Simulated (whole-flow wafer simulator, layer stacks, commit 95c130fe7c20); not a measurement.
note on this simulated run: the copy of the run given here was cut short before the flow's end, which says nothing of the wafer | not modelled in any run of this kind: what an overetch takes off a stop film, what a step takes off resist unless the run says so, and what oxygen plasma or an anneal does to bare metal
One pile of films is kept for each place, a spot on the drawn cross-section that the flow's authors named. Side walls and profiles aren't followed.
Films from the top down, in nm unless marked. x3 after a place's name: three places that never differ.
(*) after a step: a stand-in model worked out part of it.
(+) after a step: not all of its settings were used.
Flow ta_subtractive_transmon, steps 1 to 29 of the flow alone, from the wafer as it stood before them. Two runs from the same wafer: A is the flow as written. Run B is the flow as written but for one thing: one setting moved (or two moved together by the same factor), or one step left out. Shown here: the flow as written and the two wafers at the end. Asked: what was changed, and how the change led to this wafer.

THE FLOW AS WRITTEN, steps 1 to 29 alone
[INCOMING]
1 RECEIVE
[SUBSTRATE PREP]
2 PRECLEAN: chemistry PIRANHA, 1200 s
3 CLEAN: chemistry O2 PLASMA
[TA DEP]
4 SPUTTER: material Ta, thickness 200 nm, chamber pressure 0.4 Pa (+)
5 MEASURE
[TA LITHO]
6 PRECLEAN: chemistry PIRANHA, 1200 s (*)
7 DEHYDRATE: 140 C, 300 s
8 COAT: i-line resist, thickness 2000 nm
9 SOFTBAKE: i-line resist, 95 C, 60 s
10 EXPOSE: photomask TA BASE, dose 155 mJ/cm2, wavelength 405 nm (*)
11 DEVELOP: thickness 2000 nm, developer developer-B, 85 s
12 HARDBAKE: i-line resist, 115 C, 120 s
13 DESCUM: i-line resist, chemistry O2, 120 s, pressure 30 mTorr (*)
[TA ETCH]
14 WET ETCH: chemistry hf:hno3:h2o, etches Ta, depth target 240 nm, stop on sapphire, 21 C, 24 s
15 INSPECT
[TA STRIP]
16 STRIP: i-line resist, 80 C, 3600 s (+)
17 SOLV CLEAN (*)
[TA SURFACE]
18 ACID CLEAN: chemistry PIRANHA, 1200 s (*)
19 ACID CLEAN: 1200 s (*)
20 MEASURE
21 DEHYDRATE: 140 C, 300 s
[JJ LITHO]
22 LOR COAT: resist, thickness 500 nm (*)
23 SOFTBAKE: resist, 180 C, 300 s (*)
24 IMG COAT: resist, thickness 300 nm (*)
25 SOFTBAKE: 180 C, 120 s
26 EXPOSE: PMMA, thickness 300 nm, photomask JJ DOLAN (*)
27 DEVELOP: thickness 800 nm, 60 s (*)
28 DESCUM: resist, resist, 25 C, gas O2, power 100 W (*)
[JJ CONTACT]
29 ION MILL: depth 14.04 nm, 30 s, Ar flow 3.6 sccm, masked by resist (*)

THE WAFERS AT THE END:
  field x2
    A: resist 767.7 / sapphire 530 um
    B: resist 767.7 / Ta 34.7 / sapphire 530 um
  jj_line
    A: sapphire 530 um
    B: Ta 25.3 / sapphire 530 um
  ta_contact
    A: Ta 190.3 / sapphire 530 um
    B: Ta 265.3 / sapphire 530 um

The cause: step 4, SPUTTER: thickness 275 nm was run, where the flow has thickness 200 nm.

How the change led to this, step by step:
  4 SPUTTER: material Ta, thickness 200 nm, chamber pressure 0.4 Pa (+)
      field x2, jj_line, lead, ta_contact, ta_pad: A Ta +200 (new film) | B Ta +275 (new film)
  14 WET ETCH: chemistry hf:hno3:h2o, etches Ta, depth target 240 nm, stop on sapphire, 21 C, 24 s
      field x2, jj_line, lead: A Ta -200 (all of it) | B Ta -240
  22 LOR COAT: resist, thickness 500 nm (*)
      ta_contact: A resist +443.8 (new film) | B resist +433.7 (new film)
  29 ION MILL: depth 14.04 nm, 30 s, Ar flow 3.6 sccm, masked by resist (*)
      jj_line, lead: A sapphire -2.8 | B Ta -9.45
Counting metal films that touch as one body, field x2 has 1 body; the flow as written gives 0 bodies.
Counting metal films that touch as one body, jj_line has 1 body; the flow as written gives 0 bodies.
